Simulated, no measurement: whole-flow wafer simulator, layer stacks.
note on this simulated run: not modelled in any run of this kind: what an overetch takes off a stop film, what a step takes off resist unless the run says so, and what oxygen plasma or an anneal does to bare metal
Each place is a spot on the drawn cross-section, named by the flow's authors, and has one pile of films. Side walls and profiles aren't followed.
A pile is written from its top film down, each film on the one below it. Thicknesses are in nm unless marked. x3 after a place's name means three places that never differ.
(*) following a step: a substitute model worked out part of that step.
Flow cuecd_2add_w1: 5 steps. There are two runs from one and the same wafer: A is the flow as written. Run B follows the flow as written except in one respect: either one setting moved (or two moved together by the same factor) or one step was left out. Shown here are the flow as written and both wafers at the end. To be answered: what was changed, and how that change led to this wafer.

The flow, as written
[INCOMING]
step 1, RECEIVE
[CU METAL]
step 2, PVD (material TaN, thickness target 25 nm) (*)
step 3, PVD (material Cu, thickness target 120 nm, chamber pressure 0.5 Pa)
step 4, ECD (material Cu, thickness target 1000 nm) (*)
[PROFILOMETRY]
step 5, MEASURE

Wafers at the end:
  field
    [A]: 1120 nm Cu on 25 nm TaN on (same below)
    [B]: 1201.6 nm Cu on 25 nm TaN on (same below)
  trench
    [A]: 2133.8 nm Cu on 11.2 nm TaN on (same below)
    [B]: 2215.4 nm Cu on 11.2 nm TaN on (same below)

Cause: step 3, PVD: thickness target 201.6 nm was run, though the flow has thickness target 120 nm.

How this came from the change, step by step:
  step 3, PVD (material Cu, thickness target 120 nm, chamber pressure 0.5 Pa)
      field: A +120 Cu (new film) | B +201.6 Cu (new film)
      trench: A +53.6 Cu (new film) | B +87.7 Cu (new film)
  step 4, ECD (material Cu, thickness target 1000 nm) (*)
      trench: A +2080.2 Cu | B +2127.7 Cu
